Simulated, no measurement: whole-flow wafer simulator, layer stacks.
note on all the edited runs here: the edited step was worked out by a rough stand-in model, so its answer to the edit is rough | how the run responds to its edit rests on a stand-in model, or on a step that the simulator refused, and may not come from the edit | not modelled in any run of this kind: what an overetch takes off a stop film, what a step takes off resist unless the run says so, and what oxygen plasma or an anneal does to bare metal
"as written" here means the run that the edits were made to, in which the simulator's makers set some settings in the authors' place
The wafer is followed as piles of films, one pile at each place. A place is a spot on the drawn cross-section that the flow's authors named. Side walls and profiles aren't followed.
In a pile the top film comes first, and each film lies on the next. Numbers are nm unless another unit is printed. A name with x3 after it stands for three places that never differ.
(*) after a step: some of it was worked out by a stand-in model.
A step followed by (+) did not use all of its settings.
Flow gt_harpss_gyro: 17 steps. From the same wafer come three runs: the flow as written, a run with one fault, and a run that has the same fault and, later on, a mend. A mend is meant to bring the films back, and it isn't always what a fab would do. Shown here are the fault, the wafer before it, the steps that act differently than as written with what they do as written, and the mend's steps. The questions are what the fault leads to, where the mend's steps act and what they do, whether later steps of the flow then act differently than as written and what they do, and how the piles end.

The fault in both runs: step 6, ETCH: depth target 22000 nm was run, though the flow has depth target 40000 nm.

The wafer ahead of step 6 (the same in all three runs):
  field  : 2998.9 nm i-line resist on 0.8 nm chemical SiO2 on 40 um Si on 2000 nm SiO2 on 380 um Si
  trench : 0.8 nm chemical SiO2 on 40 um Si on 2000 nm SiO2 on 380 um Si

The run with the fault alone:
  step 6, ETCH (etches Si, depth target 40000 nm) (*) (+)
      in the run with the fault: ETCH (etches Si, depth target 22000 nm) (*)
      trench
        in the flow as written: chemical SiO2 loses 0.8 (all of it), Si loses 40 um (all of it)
        in the run with the fault: chemical SiO2 loses 0.8 (all of it), Si loses 22 um
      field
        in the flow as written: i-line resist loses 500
        in the run with the fault: i-line resist loses 275
  Steps later in the flow that act otherwise than as written (2 more steps, not shown, differ only slightly: by at most 2% or 0.5 nm, whichever is larger):
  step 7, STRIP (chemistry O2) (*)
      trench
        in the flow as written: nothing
        in the run with the fault: chemical SiO2 gains 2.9 (new film), Si loses 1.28
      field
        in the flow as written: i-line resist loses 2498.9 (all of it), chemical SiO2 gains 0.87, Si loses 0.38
        in the run with the fault: i-line resist loses 2723.9 (all of it), chemical SiO2 gains 0.9, Si loses 0.39
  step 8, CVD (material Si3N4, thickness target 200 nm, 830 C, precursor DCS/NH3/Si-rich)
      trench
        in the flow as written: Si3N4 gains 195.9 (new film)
        in the run with the fault: Si3N4 gains 200 (new film)
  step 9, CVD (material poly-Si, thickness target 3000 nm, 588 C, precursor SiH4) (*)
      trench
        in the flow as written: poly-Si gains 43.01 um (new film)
        in the run with the fault: poly-Si gains 25 um (new film)
  By the end, the piles at trench depart from the flow's by more than 2% or 0.5 nm, whichever is larger.
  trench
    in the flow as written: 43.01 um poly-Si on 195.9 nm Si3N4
    in the run with the fault: 25 um poly-Si on 200 nm Si3N4 on 2.9 nm chemical SiO2 on 18 um Si

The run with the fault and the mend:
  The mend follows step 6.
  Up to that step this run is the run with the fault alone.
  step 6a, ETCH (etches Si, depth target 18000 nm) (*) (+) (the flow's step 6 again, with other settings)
      field
        i-line resist loses 225
      trench
        Si loses 18 um (all of it)
  None of the later steps of the flow acts differently than as written at any place that is followed.
  By the end, the piles equal the flow's at every place that both follow.
